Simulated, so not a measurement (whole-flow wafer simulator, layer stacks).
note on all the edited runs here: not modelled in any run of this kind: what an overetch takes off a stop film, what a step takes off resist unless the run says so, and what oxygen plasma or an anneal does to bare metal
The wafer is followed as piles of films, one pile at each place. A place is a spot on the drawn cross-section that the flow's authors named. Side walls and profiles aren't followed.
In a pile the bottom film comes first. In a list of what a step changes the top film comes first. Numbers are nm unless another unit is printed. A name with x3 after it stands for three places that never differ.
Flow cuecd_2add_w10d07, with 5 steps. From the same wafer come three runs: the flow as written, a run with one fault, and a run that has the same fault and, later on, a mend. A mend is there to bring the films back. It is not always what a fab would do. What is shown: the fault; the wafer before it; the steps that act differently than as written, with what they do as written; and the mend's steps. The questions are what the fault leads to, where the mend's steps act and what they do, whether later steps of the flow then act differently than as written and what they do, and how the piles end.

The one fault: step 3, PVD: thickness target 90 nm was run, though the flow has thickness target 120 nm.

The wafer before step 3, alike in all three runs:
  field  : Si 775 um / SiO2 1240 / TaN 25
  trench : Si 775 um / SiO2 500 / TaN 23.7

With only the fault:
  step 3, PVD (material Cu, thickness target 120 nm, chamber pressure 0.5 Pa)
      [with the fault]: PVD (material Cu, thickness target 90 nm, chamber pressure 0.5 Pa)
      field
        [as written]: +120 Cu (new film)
        [with the fault]: +90 Cu (new film)
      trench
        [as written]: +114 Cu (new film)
        [with the fault]: +85.4 Cu (new film)
  Every later step of the flow that is run acts as written at every place that is followed.
  By the end, the piles at field, trench depart from the flow's by more than 2% or 0.5 nm, whichever is larger.
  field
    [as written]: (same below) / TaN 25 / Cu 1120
    [with the fault]: (same below) / TaN 25 / Cu 1090
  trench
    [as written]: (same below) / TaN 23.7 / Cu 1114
    [with the fault]: (same below) / TaN 23.7 / Cu 1085.4

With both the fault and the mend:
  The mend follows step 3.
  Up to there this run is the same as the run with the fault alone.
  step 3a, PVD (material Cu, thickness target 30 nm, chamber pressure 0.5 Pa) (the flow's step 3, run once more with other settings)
      field
        +30 Cu
      trench
        +28.4 Cu
  Every later step of the flow that is run acts as written at every place that is followed.
  At the end the piles are close to the flow's at the places that both follow, differing by at most 2% or 0.5 nm, whichever is larger.
